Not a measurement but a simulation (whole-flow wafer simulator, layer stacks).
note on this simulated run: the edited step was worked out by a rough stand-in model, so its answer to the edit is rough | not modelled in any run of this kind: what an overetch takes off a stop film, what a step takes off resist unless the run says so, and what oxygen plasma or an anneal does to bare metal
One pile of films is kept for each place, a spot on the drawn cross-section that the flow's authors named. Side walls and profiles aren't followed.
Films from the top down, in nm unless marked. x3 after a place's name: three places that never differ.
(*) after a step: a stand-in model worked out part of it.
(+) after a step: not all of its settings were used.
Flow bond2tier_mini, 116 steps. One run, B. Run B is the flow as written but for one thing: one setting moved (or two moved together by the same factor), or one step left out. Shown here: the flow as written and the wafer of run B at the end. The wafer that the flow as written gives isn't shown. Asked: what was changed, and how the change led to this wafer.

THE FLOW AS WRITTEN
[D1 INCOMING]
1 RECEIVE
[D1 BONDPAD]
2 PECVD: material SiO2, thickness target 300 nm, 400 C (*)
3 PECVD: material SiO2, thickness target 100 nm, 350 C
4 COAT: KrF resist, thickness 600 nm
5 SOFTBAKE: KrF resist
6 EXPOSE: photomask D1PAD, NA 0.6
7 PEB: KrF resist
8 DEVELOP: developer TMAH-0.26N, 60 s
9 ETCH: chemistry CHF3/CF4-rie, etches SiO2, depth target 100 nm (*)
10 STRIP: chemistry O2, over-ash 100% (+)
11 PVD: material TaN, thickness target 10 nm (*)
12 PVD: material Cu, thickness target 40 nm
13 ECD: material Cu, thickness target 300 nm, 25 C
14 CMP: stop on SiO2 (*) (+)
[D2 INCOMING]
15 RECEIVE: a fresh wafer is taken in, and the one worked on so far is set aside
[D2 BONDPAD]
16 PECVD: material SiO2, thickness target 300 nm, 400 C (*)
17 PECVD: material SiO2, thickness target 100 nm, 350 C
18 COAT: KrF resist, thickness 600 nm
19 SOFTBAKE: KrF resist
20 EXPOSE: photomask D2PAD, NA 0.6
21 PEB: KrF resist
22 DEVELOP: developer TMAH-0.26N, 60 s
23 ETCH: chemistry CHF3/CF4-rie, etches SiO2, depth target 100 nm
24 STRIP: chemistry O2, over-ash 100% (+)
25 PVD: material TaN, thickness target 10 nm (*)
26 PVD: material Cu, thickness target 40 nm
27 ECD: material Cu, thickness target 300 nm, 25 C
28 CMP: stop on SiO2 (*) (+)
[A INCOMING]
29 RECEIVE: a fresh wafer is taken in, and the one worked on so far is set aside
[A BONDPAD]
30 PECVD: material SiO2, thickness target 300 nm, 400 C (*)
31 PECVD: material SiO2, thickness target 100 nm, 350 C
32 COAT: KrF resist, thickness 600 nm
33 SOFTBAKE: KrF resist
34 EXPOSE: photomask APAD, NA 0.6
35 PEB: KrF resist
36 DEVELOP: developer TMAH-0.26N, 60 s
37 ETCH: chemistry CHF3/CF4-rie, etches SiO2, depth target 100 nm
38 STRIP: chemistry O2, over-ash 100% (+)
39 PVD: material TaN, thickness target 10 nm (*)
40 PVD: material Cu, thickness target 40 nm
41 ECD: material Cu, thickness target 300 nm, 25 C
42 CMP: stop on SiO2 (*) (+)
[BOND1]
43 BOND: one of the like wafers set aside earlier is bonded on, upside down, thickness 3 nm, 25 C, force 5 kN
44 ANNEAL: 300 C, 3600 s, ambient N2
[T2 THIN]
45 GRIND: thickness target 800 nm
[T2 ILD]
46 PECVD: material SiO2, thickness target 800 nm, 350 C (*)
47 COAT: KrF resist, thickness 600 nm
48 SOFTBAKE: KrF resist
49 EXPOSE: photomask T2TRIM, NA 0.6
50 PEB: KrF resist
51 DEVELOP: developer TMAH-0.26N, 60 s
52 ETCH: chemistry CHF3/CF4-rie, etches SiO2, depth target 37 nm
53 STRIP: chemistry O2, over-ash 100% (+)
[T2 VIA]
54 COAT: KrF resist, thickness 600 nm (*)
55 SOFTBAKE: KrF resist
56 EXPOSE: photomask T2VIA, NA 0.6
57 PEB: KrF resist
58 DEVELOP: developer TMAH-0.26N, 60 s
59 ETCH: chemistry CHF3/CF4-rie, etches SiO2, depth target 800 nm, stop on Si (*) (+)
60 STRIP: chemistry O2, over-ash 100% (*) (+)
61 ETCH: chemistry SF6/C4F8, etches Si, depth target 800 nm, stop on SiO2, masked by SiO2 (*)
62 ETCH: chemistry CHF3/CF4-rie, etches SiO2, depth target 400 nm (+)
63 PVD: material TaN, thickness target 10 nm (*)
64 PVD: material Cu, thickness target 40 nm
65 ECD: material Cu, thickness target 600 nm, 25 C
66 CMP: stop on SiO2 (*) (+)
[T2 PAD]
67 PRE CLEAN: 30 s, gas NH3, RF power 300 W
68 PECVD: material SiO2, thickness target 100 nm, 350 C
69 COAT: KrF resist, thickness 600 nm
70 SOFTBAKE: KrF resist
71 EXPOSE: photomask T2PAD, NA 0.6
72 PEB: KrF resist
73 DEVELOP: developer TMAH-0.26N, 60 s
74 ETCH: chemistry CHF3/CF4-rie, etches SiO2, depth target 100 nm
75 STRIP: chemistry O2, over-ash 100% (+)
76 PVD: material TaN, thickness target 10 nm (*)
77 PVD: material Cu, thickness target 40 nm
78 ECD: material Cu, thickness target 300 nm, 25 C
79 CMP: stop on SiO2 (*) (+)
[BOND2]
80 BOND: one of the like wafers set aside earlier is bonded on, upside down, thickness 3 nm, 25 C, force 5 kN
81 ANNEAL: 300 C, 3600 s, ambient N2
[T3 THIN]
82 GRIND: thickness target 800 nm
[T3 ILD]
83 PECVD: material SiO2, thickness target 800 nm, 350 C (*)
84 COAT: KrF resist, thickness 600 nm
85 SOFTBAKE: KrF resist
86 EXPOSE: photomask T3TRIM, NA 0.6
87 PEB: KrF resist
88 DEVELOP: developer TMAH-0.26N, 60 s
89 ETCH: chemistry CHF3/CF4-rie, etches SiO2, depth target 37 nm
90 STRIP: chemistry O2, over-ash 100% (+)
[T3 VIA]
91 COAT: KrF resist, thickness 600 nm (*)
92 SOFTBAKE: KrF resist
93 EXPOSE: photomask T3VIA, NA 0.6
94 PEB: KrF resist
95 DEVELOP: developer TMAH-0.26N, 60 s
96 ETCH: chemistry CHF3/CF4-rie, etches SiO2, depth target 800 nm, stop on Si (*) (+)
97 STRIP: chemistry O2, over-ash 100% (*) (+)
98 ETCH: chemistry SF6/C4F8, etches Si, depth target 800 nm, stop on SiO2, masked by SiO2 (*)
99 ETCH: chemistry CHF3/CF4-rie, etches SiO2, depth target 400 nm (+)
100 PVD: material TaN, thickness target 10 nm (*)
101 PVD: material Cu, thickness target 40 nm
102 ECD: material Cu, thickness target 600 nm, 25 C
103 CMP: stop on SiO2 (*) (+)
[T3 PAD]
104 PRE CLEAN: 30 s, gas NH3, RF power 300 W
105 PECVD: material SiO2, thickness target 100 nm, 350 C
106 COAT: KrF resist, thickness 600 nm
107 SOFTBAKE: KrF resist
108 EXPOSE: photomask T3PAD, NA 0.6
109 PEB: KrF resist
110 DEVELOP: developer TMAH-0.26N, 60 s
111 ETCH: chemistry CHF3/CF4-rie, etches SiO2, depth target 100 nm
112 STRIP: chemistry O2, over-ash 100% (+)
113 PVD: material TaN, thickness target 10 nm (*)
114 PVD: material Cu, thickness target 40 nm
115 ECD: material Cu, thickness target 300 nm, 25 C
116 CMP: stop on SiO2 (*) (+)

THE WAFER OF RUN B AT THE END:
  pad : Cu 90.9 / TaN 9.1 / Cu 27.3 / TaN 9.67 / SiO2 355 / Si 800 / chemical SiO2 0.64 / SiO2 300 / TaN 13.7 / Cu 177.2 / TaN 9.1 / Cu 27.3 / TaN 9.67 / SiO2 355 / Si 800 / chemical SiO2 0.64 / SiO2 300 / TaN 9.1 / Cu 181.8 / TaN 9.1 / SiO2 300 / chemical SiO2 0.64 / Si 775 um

The cause: step 25, PVD: thickness target 15 nm was run, where the flow has thickness target 10 nm.

How the change led to this, step by step:
  25 PVD: material TaN, thickness target 10 nm (*)
      field: TaN +15 (new film) (as written it would be: TaN +10 (new film))
      pad: TaN +13.7 (new film) (as written it would be: TaN +9.1 (new film))
      (and at 1 more place)
  28 CMP: stop on SiO2 (*) (+)
      field: Cu -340 (all of it), TaN -15 (all of it) (as written it would be: Cu -340 (all of it), TaN -10 (all of it))
  80 BOND: one of the like wafers set aside earlier is bonded on, upside down, thickness 3 nm, 25 C, force 5 kN
      pad: Si +775 um (new film), chemical SiO2 +0.64 (new film), SiO2 +300 (new film), TaN +13.7 (new film), Cu +86.3 (as written it would be: Si +775 um (new film), chemical SiO2 +0.64 (new film), SiO2 +300 (new film), TaN +9.1 (new film), Cu +90.9)
